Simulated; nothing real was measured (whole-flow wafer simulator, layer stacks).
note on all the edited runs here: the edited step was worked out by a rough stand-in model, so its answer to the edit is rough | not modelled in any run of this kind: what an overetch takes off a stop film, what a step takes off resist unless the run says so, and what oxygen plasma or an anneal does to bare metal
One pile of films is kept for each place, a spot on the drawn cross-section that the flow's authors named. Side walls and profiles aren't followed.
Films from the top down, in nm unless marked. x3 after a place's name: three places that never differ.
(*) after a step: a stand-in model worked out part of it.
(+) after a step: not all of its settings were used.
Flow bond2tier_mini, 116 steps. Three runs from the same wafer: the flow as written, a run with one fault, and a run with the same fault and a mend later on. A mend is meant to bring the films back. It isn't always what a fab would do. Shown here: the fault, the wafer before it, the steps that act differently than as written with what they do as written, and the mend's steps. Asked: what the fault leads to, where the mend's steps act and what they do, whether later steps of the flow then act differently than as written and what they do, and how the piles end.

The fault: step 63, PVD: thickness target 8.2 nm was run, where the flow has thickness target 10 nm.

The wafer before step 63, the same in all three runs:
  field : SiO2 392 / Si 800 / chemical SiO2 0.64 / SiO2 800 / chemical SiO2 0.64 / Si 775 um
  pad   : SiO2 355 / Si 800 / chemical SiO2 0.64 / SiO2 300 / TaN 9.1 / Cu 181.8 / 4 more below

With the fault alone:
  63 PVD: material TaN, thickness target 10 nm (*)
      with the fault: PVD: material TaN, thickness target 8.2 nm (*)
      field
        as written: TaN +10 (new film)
        with the fault: TaN +8.2 (new film)
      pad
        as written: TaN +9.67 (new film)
        with the fault: TaN +7.93 (new film)
  Later steps of the flow that act differently than as written (1 more step differs only slightly, by at most 2% or 0.5 nm, whichever is larger, and isn't shown):
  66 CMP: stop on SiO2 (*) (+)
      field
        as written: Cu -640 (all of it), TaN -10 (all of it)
        with the fault: Cu -640 (all of it), TaN -8.2 (all of it)
  At the end the piles differ from the flow's by more than 2% or 0.5 nm, whichever is larger, at pad.
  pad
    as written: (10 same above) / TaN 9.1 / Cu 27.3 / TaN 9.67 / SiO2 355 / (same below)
    with the fault: (10 same above) / TaN 9.1 / Cu 29.1 / TaN 7.93 / SiO2 355 / (same below)

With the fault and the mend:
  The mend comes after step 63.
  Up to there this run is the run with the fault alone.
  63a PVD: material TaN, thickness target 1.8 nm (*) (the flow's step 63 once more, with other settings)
      field
        TaN +1.8
      pad
        TaN +1.74
  No later step of the flow acts differently than as written at any place that is followed.
  At the end the piles are the same as the flow's at every place that both follow.
